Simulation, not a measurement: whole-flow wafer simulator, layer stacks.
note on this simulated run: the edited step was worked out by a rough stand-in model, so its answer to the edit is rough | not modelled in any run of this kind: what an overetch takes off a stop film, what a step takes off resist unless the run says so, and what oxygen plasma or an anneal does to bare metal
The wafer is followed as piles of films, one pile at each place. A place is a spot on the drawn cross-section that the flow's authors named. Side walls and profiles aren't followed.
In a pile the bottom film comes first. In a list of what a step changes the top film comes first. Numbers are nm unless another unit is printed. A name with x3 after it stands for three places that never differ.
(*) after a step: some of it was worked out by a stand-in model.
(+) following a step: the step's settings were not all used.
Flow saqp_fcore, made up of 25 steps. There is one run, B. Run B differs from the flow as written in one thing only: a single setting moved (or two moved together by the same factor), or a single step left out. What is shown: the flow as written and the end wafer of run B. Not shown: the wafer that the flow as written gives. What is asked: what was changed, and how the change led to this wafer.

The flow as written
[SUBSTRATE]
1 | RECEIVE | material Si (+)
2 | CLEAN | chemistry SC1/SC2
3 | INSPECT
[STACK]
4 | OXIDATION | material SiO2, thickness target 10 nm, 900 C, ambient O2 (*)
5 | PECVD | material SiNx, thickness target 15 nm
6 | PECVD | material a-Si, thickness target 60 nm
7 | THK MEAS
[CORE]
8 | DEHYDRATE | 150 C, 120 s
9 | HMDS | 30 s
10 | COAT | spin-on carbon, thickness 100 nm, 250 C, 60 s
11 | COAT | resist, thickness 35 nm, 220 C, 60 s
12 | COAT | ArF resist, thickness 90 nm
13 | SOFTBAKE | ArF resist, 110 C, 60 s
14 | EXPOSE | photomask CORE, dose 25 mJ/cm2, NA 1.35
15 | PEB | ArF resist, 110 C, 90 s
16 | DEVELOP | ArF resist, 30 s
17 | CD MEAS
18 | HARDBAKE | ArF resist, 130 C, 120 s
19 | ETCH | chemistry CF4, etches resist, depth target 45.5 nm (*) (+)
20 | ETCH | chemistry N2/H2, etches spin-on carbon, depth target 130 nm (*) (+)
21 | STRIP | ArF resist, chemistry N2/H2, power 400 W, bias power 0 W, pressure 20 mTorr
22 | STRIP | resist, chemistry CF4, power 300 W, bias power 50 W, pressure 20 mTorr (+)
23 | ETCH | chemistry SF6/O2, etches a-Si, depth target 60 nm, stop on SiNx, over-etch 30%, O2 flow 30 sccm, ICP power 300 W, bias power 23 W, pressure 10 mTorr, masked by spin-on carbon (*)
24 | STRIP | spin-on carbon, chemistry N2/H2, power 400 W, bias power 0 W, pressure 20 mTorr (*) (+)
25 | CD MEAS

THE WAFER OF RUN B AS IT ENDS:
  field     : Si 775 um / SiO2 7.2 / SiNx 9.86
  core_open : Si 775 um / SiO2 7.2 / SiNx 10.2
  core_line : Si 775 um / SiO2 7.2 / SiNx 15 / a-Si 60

The reason: step 4, OXIDATION: thickness target 7.2 nm was run, while the flow as written has thickness target 10 nm.
The wafer lets one read it off: field has SiO2 7.2, and step 4 as written asks for 10 nm.

Step by step, how the change led to this:
  4 | OXIDATION | material SiO2, thickness target 10 nm, 900 C, ambient O2 (*)
      field, core_open, core_line: +7.2 SiO2 (new film), -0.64 chemical SiO2 (all of it), -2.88 Si (as written it would have been: +10 SiO2 (new film), -0.64 chemical SiO2 (all of it), -4.12 Si)
